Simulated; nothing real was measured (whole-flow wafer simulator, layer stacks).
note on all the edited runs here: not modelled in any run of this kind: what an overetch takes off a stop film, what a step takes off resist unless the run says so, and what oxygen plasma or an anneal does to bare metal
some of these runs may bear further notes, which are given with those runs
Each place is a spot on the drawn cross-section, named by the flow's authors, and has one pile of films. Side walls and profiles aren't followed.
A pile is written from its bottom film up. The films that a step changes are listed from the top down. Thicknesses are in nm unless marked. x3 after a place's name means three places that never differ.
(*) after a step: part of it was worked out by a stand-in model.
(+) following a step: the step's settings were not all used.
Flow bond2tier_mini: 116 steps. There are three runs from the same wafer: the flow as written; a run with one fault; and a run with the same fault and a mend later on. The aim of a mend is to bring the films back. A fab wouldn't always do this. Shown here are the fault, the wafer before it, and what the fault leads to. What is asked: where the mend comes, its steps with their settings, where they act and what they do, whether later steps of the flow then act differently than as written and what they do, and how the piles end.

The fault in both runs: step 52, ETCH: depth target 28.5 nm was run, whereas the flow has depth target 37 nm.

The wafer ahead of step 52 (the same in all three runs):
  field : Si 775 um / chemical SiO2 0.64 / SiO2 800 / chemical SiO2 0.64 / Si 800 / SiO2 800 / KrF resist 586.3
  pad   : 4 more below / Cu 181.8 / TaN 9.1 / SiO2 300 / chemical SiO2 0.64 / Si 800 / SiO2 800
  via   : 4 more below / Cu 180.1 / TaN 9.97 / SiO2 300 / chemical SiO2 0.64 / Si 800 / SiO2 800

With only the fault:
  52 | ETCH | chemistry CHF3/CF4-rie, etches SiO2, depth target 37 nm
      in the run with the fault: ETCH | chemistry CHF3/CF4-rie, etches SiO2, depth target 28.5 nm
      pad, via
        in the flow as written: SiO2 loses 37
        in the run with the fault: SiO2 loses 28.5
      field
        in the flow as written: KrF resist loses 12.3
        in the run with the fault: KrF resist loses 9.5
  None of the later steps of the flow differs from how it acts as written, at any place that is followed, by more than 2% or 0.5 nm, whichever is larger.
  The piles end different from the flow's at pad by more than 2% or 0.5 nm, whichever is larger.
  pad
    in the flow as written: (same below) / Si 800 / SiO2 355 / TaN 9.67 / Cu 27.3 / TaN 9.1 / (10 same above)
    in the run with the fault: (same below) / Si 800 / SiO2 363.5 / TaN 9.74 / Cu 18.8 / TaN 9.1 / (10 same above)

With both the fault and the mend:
  After step 53 comes the mend.
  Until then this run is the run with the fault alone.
  53a | COAT | KrF resist, thickness 600 nm (*) (the flow's step 47, run once more)
      field
        KrF resist gains 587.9 (new film)
      pad
        KrF resist gains 612.6 (new film)
      via
        KrF resist gains 611.1 (new film)
  53b | SOFTBAKE | KrF resist (the flow's step 48, run once more)
      leaves every film unchanged at each place that is followed
  53c | EXPOSE | photomask T2TRIM, NA 0.6 (the flow's step 49, run once more)
      leaves every film unchanged at each place that is followed
  53d | PEB | KrF resist (the flow's step 50, run once more)
      leaves every film unchanged at each place that is followed
  53e | DEVELOP | developer TMAH-0.26N, 60 s (the flow's step 51, run once more)
      field
        KrF resist loses 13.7
      pad
        KrF resist loses 612.6 (all of it)
      via
        KrF resist loses 611.1 (all of it)
  53f | ETCH | chemistry CHF3/CF4-rie, etches SiO2, depth target 8.5 nm (the flow's step 52, run once more with other settings)
      pad, via
        SiO2 loses 8.5
      field
        KrF resist loses 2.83
  53g | STRIP | chemistry O2, over-ash 100% (+) (the flow's step 53, run once more)
      field
        KrF resist loses 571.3 (all of it)
  None of the later steps of the flow acts differently than as written at any place that is followed.
  By the end, the piles equal the flow's at every place that both follow.
